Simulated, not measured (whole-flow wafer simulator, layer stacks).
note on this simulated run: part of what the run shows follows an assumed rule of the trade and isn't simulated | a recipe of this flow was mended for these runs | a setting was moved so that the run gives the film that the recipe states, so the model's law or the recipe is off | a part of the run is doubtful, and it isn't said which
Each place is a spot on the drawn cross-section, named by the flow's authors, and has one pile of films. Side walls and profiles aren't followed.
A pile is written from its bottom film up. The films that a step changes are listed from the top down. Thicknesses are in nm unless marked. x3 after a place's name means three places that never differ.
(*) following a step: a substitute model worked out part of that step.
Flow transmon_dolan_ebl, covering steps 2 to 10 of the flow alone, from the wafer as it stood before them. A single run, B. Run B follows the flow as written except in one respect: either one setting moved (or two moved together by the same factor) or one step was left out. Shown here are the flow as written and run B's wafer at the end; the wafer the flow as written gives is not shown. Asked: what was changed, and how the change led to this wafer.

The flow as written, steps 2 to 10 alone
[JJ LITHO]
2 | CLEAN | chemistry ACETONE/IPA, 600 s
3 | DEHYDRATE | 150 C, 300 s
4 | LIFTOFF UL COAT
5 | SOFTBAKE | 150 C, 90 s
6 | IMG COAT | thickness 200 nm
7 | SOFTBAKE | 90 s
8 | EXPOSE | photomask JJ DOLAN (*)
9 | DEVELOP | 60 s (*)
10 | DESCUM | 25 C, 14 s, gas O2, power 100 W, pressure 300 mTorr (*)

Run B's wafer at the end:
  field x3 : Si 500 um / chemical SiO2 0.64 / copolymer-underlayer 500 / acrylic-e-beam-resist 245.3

Cause: step 6, IMG COAT: thickness 260 nm was run, whereas the flow has thickness 200 nm.

The path from the change to this, step by step:
  6 | IMG COAT | thickness 200 nm
      field x3, jj_line: +260 acrylic-e-beam-resist (new film) (it would be, as written: +200 acrylic-e-beam-resist (new film))
  9 | DEVELOP | 60 s (*)
      jj_line: -260 acrylic-e-beam-resist (all of it), -500 copolymer-underlayer (all of it) (it would be, as written: -200 acrylic-e-beam-resist (all of it), -500 copolymer-underlayer (all of it))
